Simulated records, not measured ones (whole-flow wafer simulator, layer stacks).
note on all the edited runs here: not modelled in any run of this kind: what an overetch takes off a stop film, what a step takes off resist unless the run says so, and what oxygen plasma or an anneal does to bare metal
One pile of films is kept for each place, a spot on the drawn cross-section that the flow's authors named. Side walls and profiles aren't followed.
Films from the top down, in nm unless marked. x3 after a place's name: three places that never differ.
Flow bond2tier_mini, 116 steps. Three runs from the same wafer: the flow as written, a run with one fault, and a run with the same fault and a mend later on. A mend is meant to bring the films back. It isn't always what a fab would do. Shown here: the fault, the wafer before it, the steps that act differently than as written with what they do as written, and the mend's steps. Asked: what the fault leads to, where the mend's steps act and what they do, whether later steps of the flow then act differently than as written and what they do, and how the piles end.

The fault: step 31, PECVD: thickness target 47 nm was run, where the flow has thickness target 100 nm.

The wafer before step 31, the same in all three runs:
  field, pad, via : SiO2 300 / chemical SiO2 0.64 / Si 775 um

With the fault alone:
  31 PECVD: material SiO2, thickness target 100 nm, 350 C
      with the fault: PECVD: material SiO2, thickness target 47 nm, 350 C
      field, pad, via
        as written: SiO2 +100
        with the fault: SiO2 +47
  No later step of the flow acts differently than as written at any place that is followed.
  At the end the piles differ from the flow's by more than 2% or 0.5 nm, whichever is larger, at field, pad.
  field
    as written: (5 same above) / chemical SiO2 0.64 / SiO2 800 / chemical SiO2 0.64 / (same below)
    with the fault: (5 same above) / chemical SiO2 0.64 / SiO2 747 / chemical SiO2 0.64 / (same below)
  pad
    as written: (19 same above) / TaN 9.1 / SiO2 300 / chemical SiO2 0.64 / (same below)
    with the fault: (19 same above) / TaN 9.1 / SiO2 247 / chemical SiO2 0.64 / (same below)

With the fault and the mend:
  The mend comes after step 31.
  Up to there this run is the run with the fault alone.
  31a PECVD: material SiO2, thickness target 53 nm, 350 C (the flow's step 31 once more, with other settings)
      field, pad, via
        SiO2 +53
  No later step of the flow acts differently than as written at any place that is followed.
  At the end the piles are the same as the flow's at every place that both follow.
